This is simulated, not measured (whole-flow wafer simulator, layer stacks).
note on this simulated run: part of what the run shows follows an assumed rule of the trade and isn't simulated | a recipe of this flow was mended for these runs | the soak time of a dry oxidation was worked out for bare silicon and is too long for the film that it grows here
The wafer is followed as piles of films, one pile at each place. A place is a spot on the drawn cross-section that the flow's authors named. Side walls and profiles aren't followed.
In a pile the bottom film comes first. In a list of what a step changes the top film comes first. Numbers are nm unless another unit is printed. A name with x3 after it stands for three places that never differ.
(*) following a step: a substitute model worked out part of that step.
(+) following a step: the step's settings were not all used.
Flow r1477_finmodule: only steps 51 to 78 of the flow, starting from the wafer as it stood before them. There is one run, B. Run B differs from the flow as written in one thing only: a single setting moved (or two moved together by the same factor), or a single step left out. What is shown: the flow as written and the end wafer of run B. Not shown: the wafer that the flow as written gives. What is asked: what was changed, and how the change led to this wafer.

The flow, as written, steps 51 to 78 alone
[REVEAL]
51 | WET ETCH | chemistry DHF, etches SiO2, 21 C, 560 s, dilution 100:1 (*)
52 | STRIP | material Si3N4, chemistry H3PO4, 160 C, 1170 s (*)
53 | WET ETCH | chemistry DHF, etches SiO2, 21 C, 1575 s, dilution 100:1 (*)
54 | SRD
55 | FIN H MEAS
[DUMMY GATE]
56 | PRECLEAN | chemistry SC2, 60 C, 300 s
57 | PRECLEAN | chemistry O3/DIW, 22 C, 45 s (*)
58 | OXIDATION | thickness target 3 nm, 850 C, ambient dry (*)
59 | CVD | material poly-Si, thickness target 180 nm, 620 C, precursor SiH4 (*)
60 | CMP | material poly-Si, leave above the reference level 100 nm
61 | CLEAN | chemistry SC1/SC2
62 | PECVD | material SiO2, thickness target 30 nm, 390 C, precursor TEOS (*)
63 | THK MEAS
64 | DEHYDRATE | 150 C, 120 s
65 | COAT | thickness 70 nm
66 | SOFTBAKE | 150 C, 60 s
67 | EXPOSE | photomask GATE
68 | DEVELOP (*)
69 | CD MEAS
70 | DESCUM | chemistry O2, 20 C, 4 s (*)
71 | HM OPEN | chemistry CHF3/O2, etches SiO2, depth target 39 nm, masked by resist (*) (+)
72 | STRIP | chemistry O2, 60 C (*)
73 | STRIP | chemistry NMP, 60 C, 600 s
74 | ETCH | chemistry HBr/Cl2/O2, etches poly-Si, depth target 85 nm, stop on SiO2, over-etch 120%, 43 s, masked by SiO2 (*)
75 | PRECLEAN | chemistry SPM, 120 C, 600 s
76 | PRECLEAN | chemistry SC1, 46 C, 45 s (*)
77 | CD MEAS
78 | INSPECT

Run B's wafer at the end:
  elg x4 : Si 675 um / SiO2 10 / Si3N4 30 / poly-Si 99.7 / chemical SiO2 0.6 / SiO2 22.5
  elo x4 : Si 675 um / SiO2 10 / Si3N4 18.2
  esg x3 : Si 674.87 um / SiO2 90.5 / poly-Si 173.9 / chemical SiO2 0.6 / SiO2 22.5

What caused this: step 51, WET ETCH: 350 s was run, while the flow as written has 560 s.

Step by step, how the change led to this:
  51 | WET ETCH | chemistry DHF, etches SiO2, 21 C, 560 s, dilution 100:1 (*)
      elg x4, elo x4: -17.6 SiO2 (as written it would have been: -22.3 SiO2 (all of it), -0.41 Si3N4)
      esg x3, e200sg, s40cg x3, s40sg x3, eso x3, e200so, s40co x3, s40so x3: -17.6 SiO2 (as written it would have been: -28.1 SiO2)
      (as well as at 8 more places)
  52 | STRIP | material Si3N4, chemistry H3PO4, 160 C, 1170 s (*)
      elg x4, elo x4: -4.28 SiO2 (as written it would have been: -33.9 Si3N4 (all of it), -2.15 SiO2)
  53 | WET ETCH | chemistry DHF, etches SiO2, 21 C, 1575 s, dilution 100:1 (*)
      elg x4, elo x4: -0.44 SiO2 (all of it), -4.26 Si3N4 (as written it would have been: -7.85 SiO2 (all of it))
  57 | PRECLEAN | chemistry O3/DIW, 22 C, 45 s (*)
      elg x4, elo x4: nothing (as written it would have been: +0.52 chemical SiO2, -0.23 Si)
  58 | OXIDATION | thickness target 3 nm, 850 C, ambient dry (*)
      elg x4, elo x4: nothing (as written it would have been: +3 SiO2 (new film), -0.85 chemical SiO2 (all of it), -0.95 Si)
  59 | CVD | material poly-Si, thickness target 180 nm, 620 C, precursor SiH4 (*)
      s40cg x3, s40sg x3, s40co x3, s40so x3: +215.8 poly-Si (new film) (as written it would have been: +226.3 poly-Si (new film))
      esg x3, eso x3: +254.1 poly-Si (new film) (as written it would have been: +226.3 poly-Si (new film))
      (as well as at 2 more places)
  60 | CMP | material poly-Si, leave above the reference level 100 nm
      pad, padg: nothing (as written it would have been: -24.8 poly-Si)
      s40cg x3, s40sg x3, s40sg_line x3, s40co x3, s40so x3, s40so_line x3: -41.7 poly-Si (as written it would have been: -80 poly-Si)
      (as well as at 2 more places)
  74 | ETCH | chemistry HBr/Cl2/O2, etches poly-Si, depth target 85 nm, stop on SiO2, over-etch 120%, 43 s, masked by SiO2 (*)
      elo x4: -1.12 chemical SiO2 (all of it), -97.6 poly-Si (all of it), -11.8 Si3N4 (as written it would have been: -1.12 chemical SiO2 (all of it), -97.6 poly-Si (all of it), -0.45 SiO2)
      eso x3, e200so, s40co x3, s40so x3: -1.12 chemical SiO2 (all of it), -171.7 poly-Si (all of it), -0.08 SiO2 (as written it would have been: -1.12 chemical SiO2 (all of it), -143.9 poly-Si (all of it), -0.22 SiO2)
      (as well as at 4 more places)
